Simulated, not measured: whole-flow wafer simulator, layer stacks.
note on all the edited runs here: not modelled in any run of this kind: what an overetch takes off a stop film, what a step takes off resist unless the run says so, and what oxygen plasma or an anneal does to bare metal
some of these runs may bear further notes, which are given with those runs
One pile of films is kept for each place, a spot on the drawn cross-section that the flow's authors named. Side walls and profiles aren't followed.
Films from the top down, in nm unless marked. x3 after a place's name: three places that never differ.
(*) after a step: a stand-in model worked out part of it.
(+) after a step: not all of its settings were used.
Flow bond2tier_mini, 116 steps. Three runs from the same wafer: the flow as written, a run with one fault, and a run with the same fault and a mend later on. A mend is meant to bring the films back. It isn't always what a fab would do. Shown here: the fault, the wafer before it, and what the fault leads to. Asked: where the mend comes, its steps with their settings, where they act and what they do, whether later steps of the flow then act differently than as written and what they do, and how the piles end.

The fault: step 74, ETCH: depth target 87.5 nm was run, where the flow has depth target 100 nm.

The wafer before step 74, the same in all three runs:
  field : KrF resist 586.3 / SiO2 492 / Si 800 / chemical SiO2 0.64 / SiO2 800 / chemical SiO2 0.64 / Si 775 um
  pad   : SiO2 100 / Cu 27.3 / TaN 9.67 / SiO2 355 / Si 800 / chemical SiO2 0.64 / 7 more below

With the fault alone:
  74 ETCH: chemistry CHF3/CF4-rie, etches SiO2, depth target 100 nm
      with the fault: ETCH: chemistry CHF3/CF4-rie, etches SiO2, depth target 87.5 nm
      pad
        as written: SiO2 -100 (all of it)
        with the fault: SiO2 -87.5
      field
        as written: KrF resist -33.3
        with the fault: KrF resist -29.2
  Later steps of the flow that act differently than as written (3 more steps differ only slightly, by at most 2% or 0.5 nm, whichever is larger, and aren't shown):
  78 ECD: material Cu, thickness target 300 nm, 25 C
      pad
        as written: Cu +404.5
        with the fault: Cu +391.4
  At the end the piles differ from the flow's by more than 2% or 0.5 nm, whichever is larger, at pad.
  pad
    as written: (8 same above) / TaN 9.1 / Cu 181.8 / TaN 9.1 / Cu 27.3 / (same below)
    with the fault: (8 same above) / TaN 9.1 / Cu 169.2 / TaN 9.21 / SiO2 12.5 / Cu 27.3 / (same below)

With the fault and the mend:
  The mend comes after step 75.
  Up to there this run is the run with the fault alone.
  75a COAT: KrF resist, thickness 600 nm (*) (the flow's step 69 once more)
      field
        KrF resist +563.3 (new film)
      pad
        KrF resist +638.4 (new film)
  75b SOFTBAKE: KrF resist (the flow's step 70 once more)
      changes no film at any place that is followed
  75c EXPOSE: photomask T2PAD, NA 0.6 (the flow's step 71 once more)
      changes no film at any place that is followed
  75d PEB: KrF resist (the flow's step 72 once more)
      changes no film at any place that is followed
  75e DEVELOP: developer TMAH-0.26N, 60 s (the flow's step 73 once more)
      field
        KrF resist -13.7
      pad
        KrF resist -638.4 (all of it)
  75f ETCH: chemistry CHF3/CF4-rie, etches SiO2, depth target 12.5 nm (the flow's step 74 once more, with other settings)
      field
        KrF resist -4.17
      pad
        SiO2 -12.5 (all of it)
  75g STRIP: chemistry O2, over-ash 100% (+) (the flow's step 75 once more)
      field
        KrF resist -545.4 (all of it)
  No later step of the flow acts differently than as written at any place that is followed.
  At the end the piles are the same as the flow's at every place that both follow.
